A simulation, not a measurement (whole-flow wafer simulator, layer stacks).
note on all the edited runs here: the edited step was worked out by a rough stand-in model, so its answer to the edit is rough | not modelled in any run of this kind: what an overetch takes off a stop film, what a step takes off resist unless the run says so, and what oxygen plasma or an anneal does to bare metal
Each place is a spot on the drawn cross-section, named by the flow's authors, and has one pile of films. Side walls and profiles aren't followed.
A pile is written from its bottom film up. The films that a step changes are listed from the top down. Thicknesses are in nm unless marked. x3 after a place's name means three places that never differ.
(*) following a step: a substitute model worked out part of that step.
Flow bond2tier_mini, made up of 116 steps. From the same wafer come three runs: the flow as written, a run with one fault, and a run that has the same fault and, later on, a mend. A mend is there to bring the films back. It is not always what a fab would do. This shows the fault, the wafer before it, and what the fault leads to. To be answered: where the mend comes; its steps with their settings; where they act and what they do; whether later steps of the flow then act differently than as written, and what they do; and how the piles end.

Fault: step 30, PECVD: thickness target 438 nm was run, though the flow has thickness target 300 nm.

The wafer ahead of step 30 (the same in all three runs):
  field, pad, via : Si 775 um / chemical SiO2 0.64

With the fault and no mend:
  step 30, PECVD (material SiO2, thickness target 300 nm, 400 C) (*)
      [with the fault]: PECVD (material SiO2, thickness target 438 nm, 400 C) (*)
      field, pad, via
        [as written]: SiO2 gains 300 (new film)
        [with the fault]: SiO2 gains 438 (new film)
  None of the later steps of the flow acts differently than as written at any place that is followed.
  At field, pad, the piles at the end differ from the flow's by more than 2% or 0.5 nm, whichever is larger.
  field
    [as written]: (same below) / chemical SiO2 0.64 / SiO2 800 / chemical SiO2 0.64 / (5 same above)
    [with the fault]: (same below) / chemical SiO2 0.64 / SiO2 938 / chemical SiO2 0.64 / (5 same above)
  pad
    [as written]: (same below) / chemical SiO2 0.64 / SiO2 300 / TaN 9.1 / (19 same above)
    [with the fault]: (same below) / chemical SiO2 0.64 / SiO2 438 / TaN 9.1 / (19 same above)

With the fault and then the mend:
  The mend follows step 30.
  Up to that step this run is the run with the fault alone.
  step 30a, ETCH (chemistry CHF3/CF4-rie, etches SiO2, depth target 138 nm) (a further turn of the flow's step 9, with different settings)
      field, pad, via
        SiO2 loses 138
  None of the later steps of the flow acts differently than as written at any place that is followed.
  The piles end the same as the flow's at every place that both follow.
